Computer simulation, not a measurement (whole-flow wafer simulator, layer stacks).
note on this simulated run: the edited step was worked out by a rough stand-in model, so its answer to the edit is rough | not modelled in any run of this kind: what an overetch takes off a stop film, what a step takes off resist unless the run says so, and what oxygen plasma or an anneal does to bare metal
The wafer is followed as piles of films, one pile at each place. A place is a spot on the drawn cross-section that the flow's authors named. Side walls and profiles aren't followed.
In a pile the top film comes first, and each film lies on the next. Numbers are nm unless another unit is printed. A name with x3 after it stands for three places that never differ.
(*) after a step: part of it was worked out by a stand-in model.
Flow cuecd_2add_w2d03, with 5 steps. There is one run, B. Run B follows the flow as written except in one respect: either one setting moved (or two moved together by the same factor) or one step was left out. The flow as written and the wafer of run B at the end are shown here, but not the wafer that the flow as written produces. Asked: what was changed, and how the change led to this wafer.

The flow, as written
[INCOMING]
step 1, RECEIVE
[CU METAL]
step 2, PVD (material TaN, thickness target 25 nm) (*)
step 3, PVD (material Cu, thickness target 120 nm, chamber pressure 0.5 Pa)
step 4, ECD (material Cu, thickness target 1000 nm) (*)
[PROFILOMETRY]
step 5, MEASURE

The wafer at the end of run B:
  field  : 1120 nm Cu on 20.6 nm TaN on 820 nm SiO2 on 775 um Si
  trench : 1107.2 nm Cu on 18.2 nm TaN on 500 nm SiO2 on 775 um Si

What caused this: step 2, PVD: thickness target 20.6 nm was run, though the flow has thickness target 25 nm.
The wafer lets one read it off: field has TaN 20.6, and step 2 as written asks for 25 nm.

How this came from the change, step by step:
  step 2, PVD (material TaN, thickness target 25 nm) (*)
      field: +20.6 TaN (new film) (in the flow as written it would be: +25 TaN (new film))
      trench: +18.2 TaN (new film) (in the flow as written it would be: +22.1 TaN (new film))
